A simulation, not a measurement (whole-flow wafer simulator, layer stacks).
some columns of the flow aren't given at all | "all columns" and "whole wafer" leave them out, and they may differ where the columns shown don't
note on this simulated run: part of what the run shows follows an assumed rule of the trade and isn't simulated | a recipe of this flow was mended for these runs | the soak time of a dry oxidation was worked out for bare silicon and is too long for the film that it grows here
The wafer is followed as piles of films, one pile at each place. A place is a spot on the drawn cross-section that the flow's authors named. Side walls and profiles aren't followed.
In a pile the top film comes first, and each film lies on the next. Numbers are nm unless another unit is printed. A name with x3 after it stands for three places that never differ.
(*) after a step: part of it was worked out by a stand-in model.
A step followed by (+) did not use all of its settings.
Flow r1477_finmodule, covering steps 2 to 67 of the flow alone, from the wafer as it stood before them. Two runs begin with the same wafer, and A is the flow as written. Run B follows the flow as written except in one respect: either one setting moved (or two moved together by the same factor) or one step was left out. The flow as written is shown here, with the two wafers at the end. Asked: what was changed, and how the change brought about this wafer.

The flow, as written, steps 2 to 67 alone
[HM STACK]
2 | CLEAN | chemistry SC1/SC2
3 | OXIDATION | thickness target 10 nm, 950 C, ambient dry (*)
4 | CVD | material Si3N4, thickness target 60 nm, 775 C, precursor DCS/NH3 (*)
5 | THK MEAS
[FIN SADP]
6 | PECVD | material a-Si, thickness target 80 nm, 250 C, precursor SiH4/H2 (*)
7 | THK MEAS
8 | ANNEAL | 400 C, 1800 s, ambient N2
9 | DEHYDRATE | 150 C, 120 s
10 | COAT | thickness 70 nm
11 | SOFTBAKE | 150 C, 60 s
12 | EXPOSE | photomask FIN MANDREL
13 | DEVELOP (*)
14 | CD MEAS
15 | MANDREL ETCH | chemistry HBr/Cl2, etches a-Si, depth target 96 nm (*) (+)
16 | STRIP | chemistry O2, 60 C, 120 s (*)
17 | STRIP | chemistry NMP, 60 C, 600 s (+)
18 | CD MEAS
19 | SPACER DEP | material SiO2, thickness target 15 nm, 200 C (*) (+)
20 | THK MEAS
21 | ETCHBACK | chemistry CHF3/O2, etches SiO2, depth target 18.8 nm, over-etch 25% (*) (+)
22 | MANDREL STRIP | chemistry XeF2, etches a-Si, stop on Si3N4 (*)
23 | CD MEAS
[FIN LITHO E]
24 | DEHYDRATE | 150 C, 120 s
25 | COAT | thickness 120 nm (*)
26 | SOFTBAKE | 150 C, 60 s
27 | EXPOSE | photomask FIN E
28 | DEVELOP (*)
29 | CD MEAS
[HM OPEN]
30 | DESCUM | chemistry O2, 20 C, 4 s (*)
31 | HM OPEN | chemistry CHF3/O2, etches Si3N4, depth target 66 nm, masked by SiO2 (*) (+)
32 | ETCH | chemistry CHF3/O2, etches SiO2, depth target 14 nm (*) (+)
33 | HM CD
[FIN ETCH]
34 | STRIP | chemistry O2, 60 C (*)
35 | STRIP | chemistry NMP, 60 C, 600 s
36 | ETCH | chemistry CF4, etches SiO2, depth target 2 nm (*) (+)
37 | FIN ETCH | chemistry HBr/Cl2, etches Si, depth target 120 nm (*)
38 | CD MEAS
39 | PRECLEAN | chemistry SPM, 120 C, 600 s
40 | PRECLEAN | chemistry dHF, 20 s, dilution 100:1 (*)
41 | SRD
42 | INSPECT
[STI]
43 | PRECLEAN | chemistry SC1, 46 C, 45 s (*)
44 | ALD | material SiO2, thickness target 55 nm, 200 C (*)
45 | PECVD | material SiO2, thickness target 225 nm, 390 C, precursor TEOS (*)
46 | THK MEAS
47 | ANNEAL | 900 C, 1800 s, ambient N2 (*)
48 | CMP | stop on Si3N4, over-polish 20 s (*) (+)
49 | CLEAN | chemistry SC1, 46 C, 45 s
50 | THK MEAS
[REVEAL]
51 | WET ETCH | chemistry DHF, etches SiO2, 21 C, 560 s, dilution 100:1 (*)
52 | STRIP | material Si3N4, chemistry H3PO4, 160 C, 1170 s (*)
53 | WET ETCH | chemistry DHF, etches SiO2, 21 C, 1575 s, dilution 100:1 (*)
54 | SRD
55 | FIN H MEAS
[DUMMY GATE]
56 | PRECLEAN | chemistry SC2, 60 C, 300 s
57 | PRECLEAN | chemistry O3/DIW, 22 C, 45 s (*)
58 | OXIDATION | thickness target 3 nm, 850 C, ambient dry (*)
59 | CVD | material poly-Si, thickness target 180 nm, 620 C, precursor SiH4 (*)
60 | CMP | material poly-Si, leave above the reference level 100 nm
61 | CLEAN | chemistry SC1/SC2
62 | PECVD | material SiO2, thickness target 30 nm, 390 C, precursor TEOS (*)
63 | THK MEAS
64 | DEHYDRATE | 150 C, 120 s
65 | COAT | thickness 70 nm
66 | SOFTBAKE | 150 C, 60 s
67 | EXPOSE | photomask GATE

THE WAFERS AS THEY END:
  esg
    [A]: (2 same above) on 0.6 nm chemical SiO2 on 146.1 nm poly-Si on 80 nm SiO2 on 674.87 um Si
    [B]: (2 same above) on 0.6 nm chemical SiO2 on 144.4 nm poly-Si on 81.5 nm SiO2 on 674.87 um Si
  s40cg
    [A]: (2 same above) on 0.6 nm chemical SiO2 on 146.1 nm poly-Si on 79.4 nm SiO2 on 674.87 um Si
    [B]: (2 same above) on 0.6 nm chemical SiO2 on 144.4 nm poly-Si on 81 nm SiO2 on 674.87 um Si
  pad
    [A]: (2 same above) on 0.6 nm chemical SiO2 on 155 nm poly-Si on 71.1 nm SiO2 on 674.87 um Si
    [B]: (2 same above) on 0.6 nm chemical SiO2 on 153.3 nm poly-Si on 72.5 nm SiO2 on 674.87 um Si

Cause: step 15, MANDREL ETCH: depth target 84.5 nm was run, while the flow as written has depth target 96 nm.

The path from the change to this, step by step:
  15 | MANDREL ETCH | chemistry HBr/Cl2, etches a-Si, depth target 96 nm (*) (+)
      pad, padg, elg and 27 more: A a-Si loses 80 (all of it), Si3N4 loses 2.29 | B a-Si loses 80 (all of it), Si3N4 loses 0.64
      s40cg, s45cg, s50cg, s40co, s45co, s50co: A e-beam-resist loses 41 | B e-beam-resist loses 36.6
  16 | STRIP | chemistry O2, 60 C, 120 s (*)
      s40cg, s45cg, s50cg, s40co, s45co, s50co: A chemical SiO2 gains 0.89 (new film), e-beam-resist loses 29 (all of it), a-Si loses 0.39 | B chemical SiO2 gains 0.82 (new film), e-beam-resist loses 33.4 (all of it), a-Si loses 0.36
  31 | HM OPEN | chemistry CHF3/O2, etches Si3N4, depth target 66 nm, masked by SiO2 (*) (+)
      pad, padg, esg and 13 more: A Si3N4 loses 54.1 (all of it), SiO2 loses 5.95 | B Si3N4 loses 55.7 (all of it), SiO2 loses 5.13
  32 | ETCH | chemistry CHF3/O2, etches SiO2, depth target 14 nm (*) (+)
      pad, padg, esg and 13 more: A SiO2 loses 4.05 (all of it), Si loses 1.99 | B SiO2 loses 4.87 (all of it), Si loses 1.83
  52 | STRIP | material Si3N4, chemistry H3PO4, 160 C, 1170 s (*)
      elg, e40lg, e100lg, e200lg, elo, e40lo, e100lo, e200lo: A Si3N4 loses 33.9 (all of it), SiO2 loses 2.15 | B Si3N4 loses 35.5 (all of it), SiO2 loses 2.1
      s40sg_line, s45sg_line, s50sg_line, s40so_line, s45so_line, s50so_line: A Si3N4 loses 55.1 (all of it), SiO2 loses 1.49 | B Si3N4 loses 56.7 (all of it), SiO2 loses 1.43
  60 | CMP | material poly-Si, leave above the reference level 100 nm
      pad, padg: A poly-Si loses 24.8 | B poly-Si loses 26.4
